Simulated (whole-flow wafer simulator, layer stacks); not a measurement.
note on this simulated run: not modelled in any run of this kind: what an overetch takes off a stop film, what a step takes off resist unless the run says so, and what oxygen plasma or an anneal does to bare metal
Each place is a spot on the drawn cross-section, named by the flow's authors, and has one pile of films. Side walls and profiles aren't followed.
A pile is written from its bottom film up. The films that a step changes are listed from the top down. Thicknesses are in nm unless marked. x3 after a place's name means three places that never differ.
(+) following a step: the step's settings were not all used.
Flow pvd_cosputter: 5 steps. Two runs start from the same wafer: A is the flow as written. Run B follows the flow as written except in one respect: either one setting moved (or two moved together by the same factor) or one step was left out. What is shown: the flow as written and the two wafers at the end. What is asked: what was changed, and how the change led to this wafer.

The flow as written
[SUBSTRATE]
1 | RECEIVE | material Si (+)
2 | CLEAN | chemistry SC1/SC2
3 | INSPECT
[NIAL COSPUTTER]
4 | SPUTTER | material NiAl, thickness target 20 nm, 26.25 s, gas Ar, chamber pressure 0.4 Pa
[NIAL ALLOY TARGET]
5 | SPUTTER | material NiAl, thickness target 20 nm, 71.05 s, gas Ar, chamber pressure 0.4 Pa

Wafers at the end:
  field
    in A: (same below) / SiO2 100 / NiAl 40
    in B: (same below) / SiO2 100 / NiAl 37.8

Cause: step 4, SPUTTER: thickness target 17.82 nm was run, whereas the flow has thickness target 20 nm; step 4, SPUTTER: 23.39 s was run, where the flow has 26.25 s.

Step by step, how the change led to this:
  4 | SPUTTER | material NiAl, thickness target 20 nm, 26.25 s, gas Ar, chamber pressure 0.4 Pa
      field: A +20 NiAl (new film) | B +17.8 NiAl (new film)
